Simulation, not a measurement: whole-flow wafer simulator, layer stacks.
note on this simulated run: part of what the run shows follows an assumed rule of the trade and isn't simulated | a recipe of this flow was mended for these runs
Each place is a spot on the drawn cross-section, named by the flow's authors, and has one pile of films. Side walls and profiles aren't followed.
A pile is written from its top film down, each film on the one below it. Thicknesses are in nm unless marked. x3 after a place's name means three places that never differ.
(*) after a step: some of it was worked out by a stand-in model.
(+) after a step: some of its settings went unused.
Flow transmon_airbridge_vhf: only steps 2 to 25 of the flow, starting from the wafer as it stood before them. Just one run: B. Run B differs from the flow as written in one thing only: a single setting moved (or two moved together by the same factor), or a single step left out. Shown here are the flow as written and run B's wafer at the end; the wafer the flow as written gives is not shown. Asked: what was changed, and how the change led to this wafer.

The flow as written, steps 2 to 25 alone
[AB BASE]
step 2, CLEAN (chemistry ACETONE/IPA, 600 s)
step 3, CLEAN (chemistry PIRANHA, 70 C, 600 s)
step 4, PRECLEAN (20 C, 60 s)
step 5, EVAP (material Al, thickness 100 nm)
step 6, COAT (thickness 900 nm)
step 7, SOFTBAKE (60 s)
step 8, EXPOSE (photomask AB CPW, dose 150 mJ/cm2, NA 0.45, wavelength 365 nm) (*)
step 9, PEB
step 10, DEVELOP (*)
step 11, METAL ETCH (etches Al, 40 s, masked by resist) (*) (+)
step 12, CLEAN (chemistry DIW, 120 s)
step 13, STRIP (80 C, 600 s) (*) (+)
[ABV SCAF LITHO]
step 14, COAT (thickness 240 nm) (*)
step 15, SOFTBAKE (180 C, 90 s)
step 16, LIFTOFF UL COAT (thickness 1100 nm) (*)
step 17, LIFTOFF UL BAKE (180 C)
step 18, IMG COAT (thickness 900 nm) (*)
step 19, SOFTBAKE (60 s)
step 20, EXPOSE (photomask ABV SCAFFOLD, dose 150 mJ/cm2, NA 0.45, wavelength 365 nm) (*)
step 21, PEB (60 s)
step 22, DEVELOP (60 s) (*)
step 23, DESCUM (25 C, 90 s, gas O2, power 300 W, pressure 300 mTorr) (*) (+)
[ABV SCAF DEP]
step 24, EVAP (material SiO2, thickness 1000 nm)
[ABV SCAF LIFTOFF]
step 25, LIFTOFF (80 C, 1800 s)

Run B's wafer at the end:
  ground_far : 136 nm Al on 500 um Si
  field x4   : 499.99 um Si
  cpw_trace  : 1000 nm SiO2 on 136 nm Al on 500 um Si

Cause: step 5, EVAP: thickness 136 nm was run, whereas the flow has thickness 100 nm; step 11, METAL ETCH: 54 s was run, where the flow has 40 s.
One can read it off the wafer: ground_far has Al 136, and step 5 as written asks for 100 nm.

Step by step, how the change led to this:
  step 5, EVAP (material Al, thickness 100 nm)
      field x4, ground_far, pad_w x2, flank_w x2, gap_w x2, cpw_trace, trace_open_s x2, margin_s x3: Al gains 136 (new film) (in the flow as written it would be: Al gains 100 (new film))
  step 11, METAL ETCH (etches Al, 40 s, masked by resist) (*) (+)
      ground_far, pad_w x2, flank_w x2, cpw_trace, trace_open_s x2, margin_s x3: i-line-resist loses 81 (in the flow as written it would be: i-line-resist loses 60)
      field x4, gap_w x2: Al loses 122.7 (all of it), Si loses 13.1 (in the flow as written it would be: Al loses 86.7 (all of it), Si loses 11.1)
  step 13, STRIP (80 C, 600 s) (*) (+)
      ground_far, pad_w x2, flank_w x2, cpw_trace, trace_open_s x2, margin_s x3: i-line-resist loses 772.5 (all of it) (in the flow as written it would be: i-line-resist loses 793.5 (all of it))
  step 14, COAT (thickness 240 nm) (*)
      flank_w x2: acrylic-e-beam-resist gains 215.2 (new film) (in the flow as written it would be: acrylic-e-beam-resist gains 220.6 (new film))
  step 23, DESCUM (25 C, 90 s, gas O2, power 300 W, pressure 300 mTorr) (*) (+)
      flank_w x2: acrylic-e-beam-resist loses 215.2 (all of it) (in the flow as written it would be: acrylic-e-beam-resist loses 220.6 (all of it))
